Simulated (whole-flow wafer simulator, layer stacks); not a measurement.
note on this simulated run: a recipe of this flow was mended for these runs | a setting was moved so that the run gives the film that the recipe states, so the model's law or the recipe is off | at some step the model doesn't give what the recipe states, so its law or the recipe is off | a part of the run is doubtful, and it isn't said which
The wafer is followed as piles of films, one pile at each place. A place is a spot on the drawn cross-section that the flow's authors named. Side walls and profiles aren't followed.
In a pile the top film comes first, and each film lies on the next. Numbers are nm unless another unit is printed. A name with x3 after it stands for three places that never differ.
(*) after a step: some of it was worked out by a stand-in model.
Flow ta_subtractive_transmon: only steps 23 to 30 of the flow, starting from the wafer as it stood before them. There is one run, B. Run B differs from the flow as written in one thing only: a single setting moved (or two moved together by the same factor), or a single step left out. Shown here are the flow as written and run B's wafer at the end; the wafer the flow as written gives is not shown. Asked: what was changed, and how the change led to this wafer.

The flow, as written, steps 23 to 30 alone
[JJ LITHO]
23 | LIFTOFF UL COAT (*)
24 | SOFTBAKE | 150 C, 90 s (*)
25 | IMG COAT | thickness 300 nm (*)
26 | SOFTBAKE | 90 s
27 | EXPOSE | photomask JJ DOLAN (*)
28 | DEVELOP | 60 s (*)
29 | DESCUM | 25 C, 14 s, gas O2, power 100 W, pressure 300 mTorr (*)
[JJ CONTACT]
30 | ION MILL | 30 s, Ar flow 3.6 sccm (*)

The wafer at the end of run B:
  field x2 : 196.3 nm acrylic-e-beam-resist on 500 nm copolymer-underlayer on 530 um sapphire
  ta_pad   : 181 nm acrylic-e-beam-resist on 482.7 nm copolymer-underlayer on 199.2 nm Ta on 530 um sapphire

The reason: step 25, IMG COAT: thickness 228 nm was run, though the flow has thickness 300 nm.

How this came from the change, step by step:
  25 | IMG COAT | thickness 300 nm (*)
      field x2, jj_line: acrylic-e-beam-resist gains 228 (new film) (it would be, as written: acrylic-e-beam-resist gains 300 (new film))
      lead: acrylic-e-beam-resist gains 238.4 (new film) (it would be, as written: acrylic-e-beam-resist gains 312.5 (new film))
      (also at 2 further places)
  28 | DEVELOP | 60 s (*)
      jj_line: acrylic-e-beam-resist loses 228 (all of it), copolymer-underlayer loses 500 (all of it) (it would be, as written: acrylic-e-beam-resist loses 300 (all of it), copolymer-underlayer loses 500 (all of it))
      lead: acrylic-e-beam-resist loses 238.4 (all of it), copolymer-underlayer loses 554.7 (all of it) (it would be, as written: acrylic-e-beam-resist loses 312.5 (all of it), copolymer-underlayer loses 554.7 (all of it))
      (also at 1 further place)
